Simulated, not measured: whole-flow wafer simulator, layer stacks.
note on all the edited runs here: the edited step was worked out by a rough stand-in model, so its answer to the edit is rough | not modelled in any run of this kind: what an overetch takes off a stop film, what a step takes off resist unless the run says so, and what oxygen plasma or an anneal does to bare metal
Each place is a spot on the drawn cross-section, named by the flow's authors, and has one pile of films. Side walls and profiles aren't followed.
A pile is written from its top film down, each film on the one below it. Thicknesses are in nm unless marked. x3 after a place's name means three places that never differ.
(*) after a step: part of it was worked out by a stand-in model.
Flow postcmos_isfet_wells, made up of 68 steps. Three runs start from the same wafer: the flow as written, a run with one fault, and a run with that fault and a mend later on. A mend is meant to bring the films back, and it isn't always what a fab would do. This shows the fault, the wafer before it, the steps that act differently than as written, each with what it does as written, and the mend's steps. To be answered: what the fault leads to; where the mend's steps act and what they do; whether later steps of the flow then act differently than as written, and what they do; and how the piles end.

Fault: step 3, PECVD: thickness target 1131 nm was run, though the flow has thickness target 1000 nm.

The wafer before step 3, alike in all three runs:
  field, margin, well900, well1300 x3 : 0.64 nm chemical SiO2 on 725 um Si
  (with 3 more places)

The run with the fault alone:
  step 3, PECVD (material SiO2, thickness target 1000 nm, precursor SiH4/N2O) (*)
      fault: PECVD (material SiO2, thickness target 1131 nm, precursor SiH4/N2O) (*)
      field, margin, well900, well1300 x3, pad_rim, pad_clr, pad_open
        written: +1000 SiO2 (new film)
        fault: +1131 SiO2 (new film)
  Every later step of the flow that is run acts as written at every place that is followed.
  At field, margin, well900, well1300 x3, pad_rim, pad_clr, pad_open, the piles at the end differ from the flow's by more than 2% or 0.5 nm, whichever is larger.
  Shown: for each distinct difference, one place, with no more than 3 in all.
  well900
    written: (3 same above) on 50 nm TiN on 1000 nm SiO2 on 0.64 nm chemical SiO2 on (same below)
    fault: (3 same above) on 50 nm TiN on 1131 nm SiO2 on 0.64 nm chemical SiO2 on (same below)
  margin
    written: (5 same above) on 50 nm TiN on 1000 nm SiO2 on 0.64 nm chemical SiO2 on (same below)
    fault: (5 same above) on 50 nm TiN on 1131 nm SiO2 on 0.64 nm chemical SiO2 on (same below)
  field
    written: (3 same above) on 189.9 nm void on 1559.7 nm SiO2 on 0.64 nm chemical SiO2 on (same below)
    fault: (3 same above) on 189.9 nm void on 1690.7 nm SiO2 on 0.64 nm chemical SiO2 on (same below)

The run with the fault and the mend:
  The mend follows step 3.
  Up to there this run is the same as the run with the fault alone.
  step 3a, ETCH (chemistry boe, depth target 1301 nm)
      field, margin, well900, well1300 x3, pad_rim, pad_clr, pad_open
        -1131 SiO2 (all of it), -0.64 chemical SiO2 (all of it)
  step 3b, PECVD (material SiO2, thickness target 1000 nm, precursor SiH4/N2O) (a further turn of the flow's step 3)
      field, margin, well900, well1300 x3, pad_rim, pad_clr, pad_open
        +1000 SiO2 (new film)
  Every later step of the flow that is run acts as written at every place that is followed.
  At field, margin, well900, well1300 x3, pad_rim, pad_clr, pad_open, the piles at the end differ from the flow's by more than 2% or 0.5 nm, whichever is larger.
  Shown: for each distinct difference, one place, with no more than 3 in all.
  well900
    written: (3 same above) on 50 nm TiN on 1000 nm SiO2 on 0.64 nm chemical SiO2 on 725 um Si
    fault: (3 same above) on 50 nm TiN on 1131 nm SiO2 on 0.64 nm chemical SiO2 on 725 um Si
    mend: (3 same above) on 50 nm TiN on 1000 nm SiO2 on 725 um Si
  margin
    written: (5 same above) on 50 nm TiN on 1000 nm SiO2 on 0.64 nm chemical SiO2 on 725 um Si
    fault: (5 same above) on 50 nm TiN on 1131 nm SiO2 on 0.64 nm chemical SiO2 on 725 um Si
    mend: (5 same above) on 50 nm TiN on 1000 nm SiO2 on 725 um Si
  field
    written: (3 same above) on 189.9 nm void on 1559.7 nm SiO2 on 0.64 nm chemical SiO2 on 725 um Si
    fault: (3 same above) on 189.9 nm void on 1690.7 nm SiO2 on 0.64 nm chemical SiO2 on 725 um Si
    mend: (3 same above) on 189.9 nm void on 1559.7 nm SiO2 on 725 um Si
